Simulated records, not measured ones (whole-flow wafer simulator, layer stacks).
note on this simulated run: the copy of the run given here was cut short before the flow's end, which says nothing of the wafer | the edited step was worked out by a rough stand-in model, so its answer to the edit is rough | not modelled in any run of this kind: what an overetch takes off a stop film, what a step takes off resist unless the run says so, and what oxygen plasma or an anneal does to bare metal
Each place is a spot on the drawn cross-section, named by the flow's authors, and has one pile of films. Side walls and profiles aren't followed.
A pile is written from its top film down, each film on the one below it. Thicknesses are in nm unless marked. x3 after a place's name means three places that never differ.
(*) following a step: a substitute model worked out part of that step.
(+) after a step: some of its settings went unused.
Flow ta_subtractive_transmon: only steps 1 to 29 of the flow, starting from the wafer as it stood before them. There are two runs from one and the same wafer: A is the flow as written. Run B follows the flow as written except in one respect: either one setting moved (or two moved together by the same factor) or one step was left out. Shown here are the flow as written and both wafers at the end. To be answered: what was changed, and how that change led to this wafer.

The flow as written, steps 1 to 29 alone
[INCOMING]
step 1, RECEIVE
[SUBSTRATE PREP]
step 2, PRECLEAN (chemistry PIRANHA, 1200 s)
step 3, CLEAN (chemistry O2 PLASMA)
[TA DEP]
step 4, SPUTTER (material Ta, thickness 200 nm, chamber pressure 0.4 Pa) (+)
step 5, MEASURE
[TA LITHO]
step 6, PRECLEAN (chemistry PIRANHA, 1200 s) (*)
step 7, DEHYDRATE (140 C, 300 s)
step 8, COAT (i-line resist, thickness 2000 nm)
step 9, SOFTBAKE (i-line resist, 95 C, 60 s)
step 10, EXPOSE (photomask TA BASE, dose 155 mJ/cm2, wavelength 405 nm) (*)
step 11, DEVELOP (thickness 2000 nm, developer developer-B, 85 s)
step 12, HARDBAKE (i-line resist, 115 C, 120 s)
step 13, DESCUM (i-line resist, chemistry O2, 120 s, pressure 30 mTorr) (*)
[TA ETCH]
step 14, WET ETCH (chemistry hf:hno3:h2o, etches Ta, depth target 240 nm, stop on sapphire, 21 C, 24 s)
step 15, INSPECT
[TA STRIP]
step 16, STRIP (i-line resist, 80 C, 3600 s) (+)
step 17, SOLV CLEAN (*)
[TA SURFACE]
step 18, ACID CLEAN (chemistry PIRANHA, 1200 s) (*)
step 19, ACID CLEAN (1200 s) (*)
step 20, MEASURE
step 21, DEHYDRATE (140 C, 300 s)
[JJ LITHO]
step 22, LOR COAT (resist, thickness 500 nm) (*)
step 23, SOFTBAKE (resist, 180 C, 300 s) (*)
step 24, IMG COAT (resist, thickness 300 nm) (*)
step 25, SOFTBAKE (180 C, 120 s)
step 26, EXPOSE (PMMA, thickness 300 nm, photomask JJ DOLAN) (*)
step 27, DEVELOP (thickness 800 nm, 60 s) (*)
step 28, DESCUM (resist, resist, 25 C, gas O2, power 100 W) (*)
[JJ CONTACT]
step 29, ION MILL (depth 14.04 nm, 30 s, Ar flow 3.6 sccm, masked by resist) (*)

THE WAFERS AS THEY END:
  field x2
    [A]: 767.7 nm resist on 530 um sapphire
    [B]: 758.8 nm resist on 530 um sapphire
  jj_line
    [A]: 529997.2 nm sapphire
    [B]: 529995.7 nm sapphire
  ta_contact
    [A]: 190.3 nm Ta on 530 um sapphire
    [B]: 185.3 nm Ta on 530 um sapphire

Cause: step 29, ION MILL: depth 21.41 nm was run, while the flow as written has depth 14.04 nm; step 29, ION MILL: 45.8 s was run, where the flow has 30 s.

How this came from the change, step by step:
  step 29, ION MILL (depth 14.04 nm, 30 s, Ar flow 3.6 sccm, masked by resist) (*)
      field x2, ta_pad: A -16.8 resist | B -25.6 resist
      jj_line, lead: A -2.8 sapphire | B -4.27 sapphire
      (and at 1 other place as well)
